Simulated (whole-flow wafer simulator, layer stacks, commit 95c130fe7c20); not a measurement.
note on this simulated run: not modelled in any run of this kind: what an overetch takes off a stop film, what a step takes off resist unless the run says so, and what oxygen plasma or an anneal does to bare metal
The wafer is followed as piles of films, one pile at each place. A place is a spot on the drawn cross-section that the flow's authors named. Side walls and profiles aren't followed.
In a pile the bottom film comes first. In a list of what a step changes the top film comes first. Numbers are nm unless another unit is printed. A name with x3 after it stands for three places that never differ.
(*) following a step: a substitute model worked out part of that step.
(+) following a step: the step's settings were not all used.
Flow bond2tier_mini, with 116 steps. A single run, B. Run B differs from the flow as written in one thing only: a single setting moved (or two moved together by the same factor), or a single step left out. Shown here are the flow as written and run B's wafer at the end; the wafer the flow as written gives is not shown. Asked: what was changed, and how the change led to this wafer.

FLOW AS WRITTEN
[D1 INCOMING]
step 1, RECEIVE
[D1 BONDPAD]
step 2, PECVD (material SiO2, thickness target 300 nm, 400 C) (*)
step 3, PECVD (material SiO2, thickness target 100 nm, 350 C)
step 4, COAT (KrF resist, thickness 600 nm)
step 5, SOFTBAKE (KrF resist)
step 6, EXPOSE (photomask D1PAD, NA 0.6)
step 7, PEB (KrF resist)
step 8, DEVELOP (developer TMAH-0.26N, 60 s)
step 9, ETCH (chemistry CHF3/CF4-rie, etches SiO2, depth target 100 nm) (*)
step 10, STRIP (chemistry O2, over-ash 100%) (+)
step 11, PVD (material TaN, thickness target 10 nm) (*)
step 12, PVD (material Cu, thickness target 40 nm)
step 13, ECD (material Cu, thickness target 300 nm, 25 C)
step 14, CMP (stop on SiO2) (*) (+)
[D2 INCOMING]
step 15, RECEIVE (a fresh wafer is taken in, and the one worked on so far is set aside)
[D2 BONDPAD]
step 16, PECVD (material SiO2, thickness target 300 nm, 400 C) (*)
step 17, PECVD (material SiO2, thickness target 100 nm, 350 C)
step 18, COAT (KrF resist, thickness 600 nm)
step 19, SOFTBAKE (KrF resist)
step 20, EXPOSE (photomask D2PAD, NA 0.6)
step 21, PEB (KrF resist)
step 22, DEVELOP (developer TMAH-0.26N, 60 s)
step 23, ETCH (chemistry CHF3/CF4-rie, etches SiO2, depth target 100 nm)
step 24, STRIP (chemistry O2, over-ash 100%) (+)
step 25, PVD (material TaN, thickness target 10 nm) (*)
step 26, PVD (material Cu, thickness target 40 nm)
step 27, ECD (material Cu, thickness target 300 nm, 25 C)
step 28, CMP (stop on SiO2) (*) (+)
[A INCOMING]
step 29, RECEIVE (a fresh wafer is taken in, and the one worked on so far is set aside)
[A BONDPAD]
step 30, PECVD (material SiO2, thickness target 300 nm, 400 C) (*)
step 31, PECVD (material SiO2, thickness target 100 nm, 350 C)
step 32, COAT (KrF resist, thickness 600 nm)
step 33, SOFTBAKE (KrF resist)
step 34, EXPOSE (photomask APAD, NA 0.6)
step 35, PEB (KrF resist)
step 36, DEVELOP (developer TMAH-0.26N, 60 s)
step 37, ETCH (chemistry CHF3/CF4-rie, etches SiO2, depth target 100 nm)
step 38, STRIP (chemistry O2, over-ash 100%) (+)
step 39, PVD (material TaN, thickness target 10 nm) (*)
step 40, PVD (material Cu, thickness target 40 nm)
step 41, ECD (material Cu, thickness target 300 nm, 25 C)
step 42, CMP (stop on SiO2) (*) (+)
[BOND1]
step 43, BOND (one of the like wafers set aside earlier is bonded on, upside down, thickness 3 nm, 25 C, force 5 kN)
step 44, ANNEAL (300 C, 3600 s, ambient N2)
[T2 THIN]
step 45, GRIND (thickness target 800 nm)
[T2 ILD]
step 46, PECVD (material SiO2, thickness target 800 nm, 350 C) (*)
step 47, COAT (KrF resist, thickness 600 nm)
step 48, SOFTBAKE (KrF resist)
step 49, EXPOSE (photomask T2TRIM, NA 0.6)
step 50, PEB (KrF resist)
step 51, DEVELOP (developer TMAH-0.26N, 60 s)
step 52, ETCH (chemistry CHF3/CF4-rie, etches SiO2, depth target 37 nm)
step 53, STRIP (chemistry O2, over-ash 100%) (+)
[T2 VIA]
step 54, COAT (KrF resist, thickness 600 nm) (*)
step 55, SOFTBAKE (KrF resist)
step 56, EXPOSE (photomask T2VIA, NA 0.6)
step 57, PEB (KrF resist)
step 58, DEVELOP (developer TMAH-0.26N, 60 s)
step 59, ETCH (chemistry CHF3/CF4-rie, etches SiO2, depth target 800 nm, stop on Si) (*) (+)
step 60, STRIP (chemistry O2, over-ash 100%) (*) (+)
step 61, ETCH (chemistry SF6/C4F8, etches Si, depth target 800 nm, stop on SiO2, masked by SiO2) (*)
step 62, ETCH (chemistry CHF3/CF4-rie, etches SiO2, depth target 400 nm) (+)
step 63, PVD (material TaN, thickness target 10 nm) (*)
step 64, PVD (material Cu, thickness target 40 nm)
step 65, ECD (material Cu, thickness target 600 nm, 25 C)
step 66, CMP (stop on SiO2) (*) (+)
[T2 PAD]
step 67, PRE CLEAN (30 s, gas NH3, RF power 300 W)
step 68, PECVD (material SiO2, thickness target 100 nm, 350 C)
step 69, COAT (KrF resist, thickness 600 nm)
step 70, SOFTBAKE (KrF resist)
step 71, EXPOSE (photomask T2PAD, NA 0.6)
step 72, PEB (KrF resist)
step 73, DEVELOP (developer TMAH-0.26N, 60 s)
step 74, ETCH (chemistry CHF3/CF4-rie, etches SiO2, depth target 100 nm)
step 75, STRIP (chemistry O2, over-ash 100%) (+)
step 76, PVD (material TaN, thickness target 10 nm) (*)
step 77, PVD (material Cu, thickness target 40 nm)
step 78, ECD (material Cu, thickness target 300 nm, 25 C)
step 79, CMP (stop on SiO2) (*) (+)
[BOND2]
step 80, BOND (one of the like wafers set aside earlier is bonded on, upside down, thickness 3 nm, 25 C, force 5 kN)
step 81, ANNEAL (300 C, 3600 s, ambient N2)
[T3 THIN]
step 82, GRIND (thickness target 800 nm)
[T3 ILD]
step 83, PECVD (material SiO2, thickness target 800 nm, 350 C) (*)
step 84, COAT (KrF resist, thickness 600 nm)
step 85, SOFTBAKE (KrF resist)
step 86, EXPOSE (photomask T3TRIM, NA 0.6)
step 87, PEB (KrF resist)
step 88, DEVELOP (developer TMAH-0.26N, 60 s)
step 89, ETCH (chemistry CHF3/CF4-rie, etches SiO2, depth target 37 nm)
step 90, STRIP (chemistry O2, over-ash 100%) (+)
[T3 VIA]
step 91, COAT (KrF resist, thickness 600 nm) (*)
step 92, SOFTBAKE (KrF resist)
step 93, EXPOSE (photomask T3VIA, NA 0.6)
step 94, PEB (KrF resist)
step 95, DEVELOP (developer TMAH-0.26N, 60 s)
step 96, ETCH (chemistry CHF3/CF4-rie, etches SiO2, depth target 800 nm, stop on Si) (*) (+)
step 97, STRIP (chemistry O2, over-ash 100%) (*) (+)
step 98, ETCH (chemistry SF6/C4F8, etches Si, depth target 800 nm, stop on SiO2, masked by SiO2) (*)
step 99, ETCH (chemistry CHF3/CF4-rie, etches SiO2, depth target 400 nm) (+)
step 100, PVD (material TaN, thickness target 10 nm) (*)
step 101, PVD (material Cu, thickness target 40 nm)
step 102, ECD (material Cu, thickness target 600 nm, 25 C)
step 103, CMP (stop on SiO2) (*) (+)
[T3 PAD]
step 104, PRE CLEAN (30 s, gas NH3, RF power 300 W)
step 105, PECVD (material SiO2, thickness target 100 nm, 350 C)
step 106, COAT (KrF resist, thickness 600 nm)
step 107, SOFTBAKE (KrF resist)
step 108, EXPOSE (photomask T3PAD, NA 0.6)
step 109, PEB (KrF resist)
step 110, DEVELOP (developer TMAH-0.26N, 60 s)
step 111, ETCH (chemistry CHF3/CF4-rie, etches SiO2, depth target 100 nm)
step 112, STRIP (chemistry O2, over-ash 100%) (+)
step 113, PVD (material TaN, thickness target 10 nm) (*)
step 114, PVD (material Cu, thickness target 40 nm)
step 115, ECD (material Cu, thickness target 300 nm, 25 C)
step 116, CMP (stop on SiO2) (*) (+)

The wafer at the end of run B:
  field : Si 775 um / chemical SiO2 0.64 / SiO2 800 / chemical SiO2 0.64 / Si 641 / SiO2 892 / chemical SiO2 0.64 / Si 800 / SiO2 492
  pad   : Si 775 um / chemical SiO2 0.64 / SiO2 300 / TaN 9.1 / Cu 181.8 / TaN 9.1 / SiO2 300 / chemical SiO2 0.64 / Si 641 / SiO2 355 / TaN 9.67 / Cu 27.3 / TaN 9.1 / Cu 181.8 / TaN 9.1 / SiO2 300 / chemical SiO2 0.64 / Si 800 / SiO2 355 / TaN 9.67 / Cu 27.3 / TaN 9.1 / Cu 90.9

The reason: step 45, GRIND: thickness target 641 nm was run, while the flow as written has thickness target 800 nm.
One can read it off the wafer: field has Si 641, and step 45 as written asks for 800 nm.

How this came from the change, step by step:
  step 45, GRIND (thickness target 800 nm)
      field, pad, via: Si loses 774.36 um (in the flow as written it would be: Si loses 774.2 um)
